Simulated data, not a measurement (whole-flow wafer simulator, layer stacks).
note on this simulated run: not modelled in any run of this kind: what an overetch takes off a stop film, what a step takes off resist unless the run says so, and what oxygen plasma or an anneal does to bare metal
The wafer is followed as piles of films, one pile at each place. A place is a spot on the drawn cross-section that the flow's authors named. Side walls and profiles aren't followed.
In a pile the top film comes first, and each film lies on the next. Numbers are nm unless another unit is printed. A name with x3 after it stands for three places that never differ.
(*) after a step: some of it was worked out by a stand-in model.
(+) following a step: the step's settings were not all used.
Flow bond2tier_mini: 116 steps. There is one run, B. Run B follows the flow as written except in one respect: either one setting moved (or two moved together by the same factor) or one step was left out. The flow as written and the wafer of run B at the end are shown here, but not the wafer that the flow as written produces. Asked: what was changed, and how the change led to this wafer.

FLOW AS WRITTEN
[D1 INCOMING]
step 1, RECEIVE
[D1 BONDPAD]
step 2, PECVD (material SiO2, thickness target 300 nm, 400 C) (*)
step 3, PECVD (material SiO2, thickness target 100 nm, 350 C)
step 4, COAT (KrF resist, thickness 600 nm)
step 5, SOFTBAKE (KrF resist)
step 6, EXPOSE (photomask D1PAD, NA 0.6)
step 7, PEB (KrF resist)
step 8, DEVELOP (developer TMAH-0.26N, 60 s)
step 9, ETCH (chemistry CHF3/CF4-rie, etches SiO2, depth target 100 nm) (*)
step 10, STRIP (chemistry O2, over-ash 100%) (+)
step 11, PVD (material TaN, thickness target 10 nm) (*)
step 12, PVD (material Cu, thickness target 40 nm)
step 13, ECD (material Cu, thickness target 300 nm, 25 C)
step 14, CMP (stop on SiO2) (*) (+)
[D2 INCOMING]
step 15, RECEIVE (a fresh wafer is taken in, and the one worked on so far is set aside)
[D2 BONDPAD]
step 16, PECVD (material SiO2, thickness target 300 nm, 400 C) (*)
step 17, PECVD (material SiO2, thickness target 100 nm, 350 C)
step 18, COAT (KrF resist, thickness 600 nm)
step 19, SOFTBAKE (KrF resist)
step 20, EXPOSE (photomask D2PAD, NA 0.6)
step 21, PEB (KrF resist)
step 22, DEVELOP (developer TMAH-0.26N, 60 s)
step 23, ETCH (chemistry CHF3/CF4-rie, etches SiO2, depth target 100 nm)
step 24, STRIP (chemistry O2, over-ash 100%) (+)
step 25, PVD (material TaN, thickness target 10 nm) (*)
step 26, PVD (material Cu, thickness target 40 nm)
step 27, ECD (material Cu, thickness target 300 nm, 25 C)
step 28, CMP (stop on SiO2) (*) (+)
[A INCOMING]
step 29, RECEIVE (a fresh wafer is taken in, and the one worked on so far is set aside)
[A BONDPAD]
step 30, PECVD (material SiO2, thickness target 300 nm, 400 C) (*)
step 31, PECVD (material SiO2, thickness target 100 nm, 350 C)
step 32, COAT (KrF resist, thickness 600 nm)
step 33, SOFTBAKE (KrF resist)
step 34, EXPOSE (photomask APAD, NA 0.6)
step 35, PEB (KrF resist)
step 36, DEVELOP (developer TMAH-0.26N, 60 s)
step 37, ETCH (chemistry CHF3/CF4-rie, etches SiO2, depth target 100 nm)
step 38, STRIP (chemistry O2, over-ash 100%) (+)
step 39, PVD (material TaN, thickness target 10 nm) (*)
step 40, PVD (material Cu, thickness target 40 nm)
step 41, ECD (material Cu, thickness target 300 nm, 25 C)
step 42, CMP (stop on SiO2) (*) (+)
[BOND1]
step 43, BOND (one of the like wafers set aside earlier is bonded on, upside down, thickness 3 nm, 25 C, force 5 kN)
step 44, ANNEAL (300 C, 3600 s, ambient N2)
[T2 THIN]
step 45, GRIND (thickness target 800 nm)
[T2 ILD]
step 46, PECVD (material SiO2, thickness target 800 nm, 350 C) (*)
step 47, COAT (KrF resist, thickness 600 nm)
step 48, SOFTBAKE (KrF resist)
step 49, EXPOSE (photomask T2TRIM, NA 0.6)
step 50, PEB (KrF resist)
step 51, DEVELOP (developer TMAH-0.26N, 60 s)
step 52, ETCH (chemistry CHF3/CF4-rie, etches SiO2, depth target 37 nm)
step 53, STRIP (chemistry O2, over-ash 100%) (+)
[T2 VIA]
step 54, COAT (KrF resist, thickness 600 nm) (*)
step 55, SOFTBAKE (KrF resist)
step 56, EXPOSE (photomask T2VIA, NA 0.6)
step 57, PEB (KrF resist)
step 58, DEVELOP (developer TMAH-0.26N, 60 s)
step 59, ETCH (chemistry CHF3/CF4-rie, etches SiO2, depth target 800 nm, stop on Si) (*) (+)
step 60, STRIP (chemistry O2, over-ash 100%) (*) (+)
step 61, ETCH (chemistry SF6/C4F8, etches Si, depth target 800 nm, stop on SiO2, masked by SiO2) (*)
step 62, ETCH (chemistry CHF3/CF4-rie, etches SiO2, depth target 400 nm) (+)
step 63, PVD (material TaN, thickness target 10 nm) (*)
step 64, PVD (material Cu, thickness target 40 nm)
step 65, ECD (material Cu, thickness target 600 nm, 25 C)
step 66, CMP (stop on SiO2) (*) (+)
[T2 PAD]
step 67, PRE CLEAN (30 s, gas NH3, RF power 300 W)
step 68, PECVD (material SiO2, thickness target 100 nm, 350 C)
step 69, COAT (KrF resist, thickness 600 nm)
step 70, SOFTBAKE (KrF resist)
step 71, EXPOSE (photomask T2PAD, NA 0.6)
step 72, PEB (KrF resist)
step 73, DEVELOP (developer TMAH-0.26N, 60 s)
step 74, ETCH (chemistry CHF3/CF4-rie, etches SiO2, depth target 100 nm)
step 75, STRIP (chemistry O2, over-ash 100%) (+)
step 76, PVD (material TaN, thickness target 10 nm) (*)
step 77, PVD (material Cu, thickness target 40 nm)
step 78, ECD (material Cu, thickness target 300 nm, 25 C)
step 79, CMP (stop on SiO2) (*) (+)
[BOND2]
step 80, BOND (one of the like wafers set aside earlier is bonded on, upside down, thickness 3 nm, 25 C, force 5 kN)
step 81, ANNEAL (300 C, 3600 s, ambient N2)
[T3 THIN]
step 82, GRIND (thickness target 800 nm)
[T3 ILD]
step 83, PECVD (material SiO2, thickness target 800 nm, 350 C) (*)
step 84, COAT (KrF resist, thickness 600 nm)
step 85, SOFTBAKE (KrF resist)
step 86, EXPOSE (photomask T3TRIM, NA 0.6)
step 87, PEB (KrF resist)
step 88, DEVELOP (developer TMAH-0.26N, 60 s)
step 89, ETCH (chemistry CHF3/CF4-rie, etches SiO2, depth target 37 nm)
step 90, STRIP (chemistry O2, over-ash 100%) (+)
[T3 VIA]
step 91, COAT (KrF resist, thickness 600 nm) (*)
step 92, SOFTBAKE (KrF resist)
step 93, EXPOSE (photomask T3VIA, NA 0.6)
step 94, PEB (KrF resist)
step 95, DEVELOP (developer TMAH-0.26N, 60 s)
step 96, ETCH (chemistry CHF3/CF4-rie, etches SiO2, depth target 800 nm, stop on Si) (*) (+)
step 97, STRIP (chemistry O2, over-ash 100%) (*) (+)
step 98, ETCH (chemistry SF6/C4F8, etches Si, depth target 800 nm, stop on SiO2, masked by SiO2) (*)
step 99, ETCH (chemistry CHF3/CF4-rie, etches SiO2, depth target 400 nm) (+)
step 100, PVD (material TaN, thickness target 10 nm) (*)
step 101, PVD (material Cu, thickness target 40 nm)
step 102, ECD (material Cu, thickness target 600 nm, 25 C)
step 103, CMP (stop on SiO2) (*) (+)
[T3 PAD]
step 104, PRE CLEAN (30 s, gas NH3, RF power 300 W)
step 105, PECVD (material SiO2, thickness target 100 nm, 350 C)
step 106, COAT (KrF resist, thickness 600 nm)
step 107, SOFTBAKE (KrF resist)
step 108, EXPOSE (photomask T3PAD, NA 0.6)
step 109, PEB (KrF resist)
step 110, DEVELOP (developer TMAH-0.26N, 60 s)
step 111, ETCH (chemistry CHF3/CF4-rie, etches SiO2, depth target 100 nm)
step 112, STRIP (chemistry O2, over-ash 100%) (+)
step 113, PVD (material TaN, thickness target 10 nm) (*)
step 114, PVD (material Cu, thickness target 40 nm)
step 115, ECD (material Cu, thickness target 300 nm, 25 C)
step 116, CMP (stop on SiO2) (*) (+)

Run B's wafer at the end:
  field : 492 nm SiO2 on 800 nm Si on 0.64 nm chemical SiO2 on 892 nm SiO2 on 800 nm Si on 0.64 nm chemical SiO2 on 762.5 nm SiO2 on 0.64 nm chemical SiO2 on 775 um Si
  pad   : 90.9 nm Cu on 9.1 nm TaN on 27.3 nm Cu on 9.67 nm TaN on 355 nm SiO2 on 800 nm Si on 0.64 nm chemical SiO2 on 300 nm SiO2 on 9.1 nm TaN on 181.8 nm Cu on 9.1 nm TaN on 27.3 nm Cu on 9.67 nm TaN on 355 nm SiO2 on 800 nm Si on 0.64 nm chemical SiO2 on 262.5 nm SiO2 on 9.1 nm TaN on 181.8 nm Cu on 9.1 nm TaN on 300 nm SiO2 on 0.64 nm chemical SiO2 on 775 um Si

The reason: step 3, PECVD: thickness target 62.5 nm was run, whereas the flow has thickness target 100 nm.

How this came from the change, step by step:
  step 3, PECVD (material SiO2, thickness target 100 nm, 350 C)
      field, pad, via: +62.5 SiO2 (in the flow as written it would be: +100 SiO2)
  step 43, BOND (one of the like wafers set aside earlier is bonded on, upside down, thickness 3 nm, 25 C, force 5 kN)
      field: +775 um Si (new film), +0.64 chemical SiO2 (new film), +362.5 SiO2 (in the flow as written it would be: +775 um Si (new film), +0.64 chemical SiO2 (new film), +400 SiO2)
      pad: +775 um Si (new film), +0.64 chemical SiO2 (new film), +262.5 SiO2 (new film), +9.1 TaN (new film), +90.9 Cu (in the flow as written it would be: +775 um Si (new film), +0.64 chemical SiO2 (new film), +300 SiO2 (new film), +9.1 TaN (new film), +90.9 Cu)
      (and at 1 other place as well)
